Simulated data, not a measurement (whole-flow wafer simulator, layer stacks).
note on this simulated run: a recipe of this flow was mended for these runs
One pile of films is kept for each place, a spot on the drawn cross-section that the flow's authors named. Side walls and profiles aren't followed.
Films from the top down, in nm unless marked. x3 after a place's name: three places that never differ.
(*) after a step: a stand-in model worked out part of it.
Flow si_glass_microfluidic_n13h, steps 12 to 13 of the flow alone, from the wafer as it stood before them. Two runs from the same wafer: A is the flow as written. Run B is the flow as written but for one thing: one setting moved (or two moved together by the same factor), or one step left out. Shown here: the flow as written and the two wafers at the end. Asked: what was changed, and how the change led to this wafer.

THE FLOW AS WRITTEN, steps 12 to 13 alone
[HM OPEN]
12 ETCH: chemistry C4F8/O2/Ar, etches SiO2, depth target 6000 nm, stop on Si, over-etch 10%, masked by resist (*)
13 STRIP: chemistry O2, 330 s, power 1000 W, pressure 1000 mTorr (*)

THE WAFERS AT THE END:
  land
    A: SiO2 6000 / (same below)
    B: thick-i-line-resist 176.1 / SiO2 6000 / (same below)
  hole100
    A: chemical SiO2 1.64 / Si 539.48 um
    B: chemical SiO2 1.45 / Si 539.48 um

The cause: step 13, STRIP: 202 s was run, where the flow has 330 s.

How the change led to this, step by step:
  13 STRIP: chemistry O2, 330 s, power 1000 W, pressure 1000 mTorr (*)
      land: A thick-i-line-resist -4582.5 (all of it) | B thick-i-line-resist -4406.4
